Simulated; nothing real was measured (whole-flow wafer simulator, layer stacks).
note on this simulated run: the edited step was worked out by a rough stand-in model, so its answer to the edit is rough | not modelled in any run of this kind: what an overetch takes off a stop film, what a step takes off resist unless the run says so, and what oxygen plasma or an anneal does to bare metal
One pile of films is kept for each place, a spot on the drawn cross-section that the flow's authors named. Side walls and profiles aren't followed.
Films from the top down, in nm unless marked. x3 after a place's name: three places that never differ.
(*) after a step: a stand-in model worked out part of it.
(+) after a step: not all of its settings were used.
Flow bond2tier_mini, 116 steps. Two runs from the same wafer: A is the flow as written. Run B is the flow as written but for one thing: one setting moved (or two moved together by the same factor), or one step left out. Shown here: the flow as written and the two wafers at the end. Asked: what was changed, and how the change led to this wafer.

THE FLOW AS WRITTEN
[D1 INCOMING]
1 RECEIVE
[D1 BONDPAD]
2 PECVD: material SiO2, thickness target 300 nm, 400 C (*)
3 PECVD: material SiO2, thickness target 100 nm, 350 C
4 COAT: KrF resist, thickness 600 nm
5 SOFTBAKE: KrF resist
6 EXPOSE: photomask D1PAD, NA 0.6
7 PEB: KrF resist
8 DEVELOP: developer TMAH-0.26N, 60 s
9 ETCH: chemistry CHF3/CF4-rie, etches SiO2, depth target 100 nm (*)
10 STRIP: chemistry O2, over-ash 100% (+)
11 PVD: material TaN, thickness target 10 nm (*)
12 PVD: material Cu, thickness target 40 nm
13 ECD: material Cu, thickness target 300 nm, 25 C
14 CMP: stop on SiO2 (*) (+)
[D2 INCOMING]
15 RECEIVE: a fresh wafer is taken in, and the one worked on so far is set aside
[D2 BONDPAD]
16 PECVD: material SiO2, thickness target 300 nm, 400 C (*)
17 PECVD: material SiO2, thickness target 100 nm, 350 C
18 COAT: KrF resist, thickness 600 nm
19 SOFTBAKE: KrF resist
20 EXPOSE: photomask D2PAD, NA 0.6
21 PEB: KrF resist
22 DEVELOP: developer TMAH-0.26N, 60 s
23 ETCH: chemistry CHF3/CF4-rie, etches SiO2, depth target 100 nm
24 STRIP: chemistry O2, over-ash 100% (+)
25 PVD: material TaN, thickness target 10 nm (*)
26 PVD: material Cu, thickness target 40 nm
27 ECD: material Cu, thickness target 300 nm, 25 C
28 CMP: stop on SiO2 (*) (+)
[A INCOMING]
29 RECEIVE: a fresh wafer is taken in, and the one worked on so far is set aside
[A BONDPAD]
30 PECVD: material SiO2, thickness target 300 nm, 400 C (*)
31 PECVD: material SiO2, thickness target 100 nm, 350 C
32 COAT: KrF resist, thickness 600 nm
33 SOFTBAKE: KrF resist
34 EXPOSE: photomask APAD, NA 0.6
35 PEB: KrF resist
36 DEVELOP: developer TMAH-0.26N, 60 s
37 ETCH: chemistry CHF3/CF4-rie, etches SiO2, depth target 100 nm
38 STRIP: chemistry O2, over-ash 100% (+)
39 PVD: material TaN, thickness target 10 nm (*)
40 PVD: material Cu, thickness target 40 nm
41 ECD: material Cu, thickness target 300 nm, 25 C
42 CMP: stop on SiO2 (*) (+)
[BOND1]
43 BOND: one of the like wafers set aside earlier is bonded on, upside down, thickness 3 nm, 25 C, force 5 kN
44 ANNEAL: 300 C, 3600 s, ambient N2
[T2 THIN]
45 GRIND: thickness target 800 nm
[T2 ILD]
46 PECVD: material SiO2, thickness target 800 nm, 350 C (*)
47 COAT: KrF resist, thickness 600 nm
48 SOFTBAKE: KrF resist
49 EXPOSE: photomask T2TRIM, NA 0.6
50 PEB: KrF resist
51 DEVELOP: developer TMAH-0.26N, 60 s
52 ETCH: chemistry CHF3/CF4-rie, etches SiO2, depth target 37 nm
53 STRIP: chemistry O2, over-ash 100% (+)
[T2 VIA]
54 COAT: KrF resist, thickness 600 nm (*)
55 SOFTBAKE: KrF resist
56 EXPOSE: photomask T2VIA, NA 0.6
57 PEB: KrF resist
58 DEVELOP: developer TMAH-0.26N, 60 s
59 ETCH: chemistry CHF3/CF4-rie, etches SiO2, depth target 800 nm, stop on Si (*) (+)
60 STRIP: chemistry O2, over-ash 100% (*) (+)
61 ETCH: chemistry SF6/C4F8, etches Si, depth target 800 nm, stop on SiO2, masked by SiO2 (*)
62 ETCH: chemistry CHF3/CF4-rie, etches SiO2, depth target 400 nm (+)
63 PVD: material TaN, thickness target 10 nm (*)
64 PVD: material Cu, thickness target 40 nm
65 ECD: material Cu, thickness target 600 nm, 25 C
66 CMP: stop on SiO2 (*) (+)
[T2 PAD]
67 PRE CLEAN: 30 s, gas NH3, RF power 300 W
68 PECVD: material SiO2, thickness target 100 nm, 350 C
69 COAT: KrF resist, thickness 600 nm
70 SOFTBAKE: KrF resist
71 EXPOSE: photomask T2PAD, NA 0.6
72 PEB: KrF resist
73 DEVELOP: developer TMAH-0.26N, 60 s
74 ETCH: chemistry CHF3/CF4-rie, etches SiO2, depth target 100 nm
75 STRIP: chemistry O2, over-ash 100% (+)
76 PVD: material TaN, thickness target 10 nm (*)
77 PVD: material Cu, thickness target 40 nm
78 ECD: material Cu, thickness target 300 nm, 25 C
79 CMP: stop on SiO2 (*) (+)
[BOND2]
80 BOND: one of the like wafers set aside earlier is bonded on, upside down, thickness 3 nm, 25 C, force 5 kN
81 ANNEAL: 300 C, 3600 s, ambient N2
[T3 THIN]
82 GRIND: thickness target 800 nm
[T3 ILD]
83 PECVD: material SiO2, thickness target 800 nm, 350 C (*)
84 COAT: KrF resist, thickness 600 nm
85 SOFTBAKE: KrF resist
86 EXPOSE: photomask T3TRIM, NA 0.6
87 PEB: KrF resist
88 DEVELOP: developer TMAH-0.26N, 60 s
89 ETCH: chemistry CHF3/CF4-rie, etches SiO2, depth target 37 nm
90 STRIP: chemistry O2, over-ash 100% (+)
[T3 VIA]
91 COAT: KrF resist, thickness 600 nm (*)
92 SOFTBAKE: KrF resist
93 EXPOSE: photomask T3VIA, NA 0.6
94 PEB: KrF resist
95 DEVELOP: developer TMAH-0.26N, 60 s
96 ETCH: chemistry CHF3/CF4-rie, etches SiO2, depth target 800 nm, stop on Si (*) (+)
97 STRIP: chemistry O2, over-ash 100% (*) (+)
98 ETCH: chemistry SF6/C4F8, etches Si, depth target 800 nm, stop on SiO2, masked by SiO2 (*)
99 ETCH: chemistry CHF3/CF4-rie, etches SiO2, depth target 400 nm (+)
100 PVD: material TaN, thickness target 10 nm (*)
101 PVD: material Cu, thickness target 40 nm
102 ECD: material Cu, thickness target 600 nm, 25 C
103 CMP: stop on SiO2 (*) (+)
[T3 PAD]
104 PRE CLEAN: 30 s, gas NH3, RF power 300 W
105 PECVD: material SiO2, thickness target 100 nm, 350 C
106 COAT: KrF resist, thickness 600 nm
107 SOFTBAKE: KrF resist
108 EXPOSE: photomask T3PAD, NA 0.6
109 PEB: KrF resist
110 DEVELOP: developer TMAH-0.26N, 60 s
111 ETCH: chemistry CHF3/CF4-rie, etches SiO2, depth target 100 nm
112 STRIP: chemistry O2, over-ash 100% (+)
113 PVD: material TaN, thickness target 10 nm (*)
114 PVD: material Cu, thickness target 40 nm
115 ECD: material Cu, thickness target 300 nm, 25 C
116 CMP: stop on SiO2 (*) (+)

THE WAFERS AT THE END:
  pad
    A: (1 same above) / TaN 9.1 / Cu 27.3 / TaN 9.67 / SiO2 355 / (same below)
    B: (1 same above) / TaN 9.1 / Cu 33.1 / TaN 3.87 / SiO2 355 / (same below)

The cause: step 100, PVD: thickness target 4 nm was run, where the flow has thickness target 10 nm.

How the change led to this, step by step:
  100 PVD: material TaN, thickness target 10 nm (*)
      field: A TaN +10 (new film) | B TaN +4 (new film)
      pad: A TaN +9.67 (new film) | B TaN +3.87 (new film)
  103 CMP: stop on SiO2 (*) (+)
      field: A Cu -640 (all of it), TaN -10 (all of it) | B Cu -640 (all of it), TaN -4 (all of it)
